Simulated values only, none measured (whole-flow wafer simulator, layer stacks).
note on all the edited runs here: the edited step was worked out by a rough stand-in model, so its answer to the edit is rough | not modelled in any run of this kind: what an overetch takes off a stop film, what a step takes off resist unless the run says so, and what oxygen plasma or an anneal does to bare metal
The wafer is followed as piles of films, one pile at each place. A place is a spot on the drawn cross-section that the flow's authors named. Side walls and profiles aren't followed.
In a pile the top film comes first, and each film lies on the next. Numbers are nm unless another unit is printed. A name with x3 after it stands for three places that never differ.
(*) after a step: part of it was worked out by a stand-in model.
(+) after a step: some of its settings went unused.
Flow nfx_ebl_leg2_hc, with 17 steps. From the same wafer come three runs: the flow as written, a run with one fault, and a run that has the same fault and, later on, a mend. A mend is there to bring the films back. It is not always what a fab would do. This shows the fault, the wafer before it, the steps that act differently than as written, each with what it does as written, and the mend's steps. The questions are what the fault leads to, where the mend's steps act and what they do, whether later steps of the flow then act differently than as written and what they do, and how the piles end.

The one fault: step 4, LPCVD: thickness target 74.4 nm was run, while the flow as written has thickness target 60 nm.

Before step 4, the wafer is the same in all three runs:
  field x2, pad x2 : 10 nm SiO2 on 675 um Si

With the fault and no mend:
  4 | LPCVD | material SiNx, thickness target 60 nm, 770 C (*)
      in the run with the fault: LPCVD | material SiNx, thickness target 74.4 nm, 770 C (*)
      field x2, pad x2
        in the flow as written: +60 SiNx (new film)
        in the run with the fault: +74.4 SiNx (new film)
  Later steps of the flow acting differently than as written:
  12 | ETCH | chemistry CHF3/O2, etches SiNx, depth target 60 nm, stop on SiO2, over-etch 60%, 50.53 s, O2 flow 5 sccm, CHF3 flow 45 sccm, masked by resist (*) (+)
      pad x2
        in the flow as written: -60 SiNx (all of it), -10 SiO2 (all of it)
        in the run with the fault: -74.4 SiNx (all of it), -10 SiO2 (all of it)
  At field x2, the piles at the end differ from the flow's by more than 2% or 0.5 nm, whichever is larger.
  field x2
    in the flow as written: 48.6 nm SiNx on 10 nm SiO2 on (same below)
    in the run with the fault: 63 nm SiNx on 10 nm SiO2 on (same below)

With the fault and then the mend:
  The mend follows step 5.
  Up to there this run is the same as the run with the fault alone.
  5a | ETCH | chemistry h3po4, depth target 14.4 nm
      field x2, pad x2
        -14.4 SiNx
  Later steps of the flow that are run all act as written at every place that is followed.
  By the end, the piles equal the flow's at every place that both follow.
